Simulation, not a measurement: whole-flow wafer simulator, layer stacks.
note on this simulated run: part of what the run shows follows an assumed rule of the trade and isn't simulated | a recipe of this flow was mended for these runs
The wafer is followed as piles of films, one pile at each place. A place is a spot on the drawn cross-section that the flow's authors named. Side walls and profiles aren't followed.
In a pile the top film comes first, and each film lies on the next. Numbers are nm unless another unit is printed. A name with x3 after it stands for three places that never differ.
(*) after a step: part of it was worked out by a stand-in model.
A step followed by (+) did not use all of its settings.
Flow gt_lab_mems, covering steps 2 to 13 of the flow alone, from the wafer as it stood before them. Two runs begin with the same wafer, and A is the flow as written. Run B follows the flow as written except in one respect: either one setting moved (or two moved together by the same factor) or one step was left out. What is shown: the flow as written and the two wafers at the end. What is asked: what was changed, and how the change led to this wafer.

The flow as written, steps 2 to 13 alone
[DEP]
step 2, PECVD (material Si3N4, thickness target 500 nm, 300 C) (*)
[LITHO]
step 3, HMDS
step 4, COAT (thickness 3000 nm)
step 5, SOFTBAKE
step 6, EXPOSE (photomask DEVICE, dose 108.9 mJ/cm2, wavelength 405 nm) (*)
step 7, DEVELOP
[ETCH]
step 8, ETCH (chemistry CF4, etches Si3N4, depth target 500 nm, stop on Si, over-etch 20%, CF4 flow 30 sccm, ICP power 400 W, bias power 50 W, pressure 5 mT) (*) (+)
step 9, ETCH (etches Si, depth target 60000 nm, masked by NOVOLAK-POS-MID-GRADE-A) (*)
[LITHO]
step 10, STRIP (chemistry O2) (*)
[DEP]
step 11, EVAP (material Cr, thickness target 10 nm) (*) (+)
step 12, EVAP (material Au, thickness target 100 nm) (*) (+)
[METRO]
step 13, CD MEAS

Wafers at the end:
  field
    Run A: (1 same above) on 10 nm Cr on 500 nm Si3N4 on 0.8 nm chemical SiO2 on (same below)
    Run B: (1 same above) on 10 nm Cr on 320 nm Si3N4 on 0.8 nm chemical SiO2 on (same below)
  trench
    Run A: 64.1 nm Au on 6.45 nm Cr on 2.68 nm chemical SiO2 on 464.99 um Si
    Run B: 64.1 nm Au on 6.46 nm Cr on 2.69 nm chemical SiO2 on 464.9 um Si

Cause: step 2, PECVD: thickness target 320 nm was run, whereas the flow has thickness target 500 nm.
The wafer lets one read it off: field has Si3N4 320, and step 2 as written asks for 500 nm.

Step by step, how the change led to this:
  step 2, PECVD (material Si3N4, thickness target 500 nm, 300 C) (*)
      field, trench: A +500 Si3N4 (new film) | B +320 Si3N4 (new film)
  step 8, ETCH (chemistry CF4, etches Si3N4, depth target 500 nm, stop on Si, over-etch 20%, CF4 flow 30 sccm, ICP power 400 W, bias power 50 W, pressure 5 mT) (*) (+)
      field: A -400 g/i-line-resist | B -256.6 g/i-line-resist
      trench: A -500 Si3N4 (all of it), -0.8 chemical SiO2 (all of it), -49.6 Si | B -320 Si3N4 (all of it), -0.8 chemical SiO2 (all of it), -139.6 Si
  step 10, STRIP (chemistry O2) (*)
      field: A -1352 g/i-line-resist (all of it) | B -1495.3 g/i-line-resist (all of it)
